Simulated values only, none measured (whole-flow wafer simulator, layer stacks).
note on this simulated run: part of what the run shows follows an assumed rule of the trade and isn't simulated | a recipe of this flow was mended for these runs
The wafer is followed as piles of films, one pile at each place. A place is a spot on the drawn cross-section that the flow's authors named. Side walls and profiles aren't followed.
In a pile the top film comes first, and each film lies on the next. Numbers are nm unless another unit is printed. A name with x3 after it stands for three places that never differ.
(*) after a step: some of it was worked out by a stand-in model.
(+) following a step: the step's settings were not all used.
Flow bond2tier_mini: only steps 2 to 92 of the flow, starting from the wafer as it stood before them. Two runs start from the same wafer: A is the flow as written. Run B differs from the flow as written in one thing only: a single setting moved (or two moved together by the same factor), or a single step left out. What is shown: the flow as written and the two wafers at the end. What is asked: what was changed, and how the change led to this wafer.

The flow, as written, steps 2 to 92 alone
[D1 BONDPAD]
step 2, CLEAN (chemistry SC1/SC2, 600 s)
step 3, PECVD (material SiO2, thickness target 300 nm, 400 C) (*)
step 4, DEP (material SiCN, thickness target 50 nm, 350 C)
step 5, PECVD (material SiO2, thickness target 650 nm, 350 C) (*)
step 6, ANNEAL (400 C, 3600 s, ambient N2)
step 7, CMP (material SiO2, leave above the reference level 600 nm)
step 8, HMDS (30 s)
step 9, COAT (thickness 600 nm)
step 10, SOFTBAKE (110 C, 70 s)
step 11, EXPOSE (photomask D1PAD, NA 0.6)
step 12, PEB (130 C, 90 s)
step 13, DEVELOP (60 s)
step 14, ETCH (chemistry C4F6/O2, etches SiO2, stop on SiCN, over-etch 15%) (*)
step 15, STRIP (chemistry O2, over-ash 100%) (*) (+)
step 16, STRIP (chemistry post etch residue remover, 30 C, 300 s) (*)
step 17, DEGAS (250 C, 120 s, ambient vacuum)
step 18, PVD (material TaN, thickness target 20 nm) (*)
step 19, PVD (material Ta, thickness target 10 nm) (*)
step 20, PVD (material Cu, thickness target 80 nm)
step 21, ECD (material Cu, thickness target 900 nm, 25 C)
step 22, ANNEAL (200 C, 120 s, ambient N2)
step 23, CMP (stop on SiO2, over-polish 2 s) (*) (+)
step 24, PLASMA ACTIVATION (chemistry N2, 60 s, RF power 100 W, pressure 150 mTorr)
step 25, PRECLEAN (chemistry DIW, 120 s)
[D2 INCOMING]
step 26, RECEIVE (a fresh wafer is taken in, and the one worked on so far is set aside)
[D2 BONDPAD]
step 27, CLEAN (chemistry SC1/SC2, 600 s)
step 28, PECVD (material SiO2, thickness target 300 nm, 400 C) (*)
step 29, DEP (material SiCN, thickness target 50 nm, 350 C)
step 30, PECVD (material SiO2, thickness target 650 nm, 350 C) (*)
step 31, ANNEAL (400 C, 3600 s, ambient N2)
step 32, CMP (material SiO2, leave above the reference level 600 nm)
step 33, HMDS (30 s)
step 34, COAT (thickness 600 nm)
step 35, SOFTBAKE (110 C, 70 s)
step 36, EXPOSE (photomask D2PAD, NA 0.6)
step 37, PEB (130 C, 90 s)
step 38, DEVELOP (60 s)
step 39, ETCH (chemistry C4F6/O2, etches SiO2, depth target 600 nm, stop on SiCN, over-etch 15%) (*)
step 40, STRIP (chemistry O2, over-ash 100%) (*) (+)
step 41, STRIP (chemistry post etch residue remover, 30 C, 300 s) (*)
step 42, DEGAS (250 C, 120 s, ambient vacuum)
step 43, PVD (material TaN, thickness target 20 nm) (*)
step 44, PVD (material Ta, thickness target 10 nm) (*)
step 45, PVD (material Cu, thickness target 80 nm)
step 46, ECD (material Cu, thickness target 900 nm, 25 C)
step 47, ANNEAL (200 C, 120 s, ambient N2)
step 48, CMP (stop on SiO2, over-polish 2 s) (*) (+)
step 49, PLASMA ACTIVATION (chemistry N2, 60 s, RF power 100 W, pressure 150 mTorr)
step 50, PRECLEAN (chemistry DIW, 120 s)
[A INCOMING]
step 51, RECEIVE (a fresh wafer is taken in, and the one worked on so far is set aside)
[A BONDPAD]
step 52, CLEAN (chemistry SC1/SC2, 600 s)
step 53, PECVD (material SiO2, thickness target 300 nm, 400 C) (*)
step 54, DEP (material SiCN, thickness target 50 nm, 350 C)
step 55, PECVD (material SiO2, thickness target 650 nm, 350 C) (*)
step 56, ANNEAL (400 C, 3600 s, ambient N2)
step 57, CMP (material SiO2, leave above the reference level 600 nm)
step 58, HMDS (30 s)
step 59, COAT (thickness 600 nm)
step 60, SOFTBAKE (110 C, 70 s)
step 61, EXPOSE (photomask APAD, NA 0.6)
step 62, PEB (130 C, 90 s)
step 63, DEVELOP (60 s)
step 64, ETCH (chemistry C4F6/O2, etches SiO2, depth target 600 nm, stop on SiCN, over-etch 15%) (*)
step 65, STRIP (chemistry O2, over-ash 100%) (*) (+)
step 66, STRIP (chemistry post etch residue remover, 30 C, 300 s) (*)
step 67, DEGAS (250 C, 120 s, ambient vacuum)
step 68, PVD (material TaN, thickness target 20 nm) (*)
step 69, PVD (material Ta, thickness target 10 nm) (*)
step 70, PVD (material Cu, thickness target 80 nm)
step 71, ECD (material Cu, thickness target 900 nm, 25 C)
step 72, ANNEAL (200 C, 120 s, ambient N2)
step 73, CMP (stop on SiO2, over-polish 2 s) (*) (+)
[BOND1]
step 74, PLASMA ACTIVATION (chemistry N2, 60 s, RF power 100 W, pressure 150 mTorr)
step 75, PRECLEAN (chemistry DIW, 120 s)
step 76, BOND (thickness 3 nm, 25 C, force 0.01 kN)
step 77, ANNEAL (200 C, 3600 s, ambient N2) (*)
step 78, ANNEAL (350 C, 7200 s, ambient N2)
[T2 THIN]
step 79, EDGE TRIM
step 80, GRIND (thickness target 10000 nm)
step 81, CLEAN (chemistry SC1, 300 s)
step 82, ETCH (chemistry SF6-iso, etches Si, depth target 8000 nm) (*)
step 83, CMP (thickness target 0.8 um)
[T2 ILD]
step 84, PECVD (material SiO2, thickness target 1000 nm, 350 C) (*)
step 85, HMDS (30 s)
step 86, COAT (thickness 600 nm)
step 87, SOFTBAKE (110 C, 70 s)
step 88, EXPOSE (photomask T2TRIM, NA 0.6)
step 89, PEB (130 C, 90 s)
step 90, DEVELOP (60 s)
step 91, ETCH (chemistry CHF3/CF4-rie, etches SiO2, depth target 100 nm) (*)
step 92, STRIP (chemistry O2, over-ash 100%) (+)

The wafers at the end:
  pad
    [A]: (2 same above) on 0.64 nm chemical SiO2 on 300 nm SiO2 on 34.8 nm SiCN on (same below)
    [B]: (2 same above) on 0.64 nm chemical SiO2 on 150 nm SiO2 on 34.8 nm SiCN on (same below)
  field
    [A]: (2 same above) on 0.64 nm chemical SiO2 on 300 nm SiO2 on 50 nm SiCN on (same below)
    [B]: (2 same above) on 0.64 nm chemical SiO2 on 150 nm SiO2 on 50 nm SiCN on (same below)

What caused this: step 3, PECVD: thickness target 150 nm was run, though the flow has thickness target 300 nm.
One can read it off the wafer: pad has SiO2 150, and step 3 as written asks for 300 nm.

The path from the change to this, step by step:
  step 3, PECVD (material SiO2, thickness target 300 nm, 400 C) (*)
      field, pad, via: A +300 SiO2 (new film) | B +150 SiO2 (new film)
  step 76, BOND (thickness 3 nm, 25 C, force 0.01 kN)
      field: A +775 um Si (new film), +0.64 chemical SiO2 (new film), +300 SiO2 (new film), +50 SiCN (new film), +600 SiO2 | B +775 um Si (new film), +0.64 chemical SiO2 (new film), +150 SiO2 (new film), +50 SiCN (new film), +600 SiO2
      pad: A +775 um Si (new film), +0.64 chemical SiO2 (new film), +300 SiO2 (new film), +34.8 SiCN (new film), +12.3 TaN (new film), +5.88 Ta (new film), +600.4 Cu | B +775 um Si (new film), +0.64 chemical SiO2 (new film), +150 SiO2 (new film), +34.8 SiCN (new film), +12.3 TaN (new film), +5.88 Ta (new film), +600.4 Cu
      (also at 1 further place)
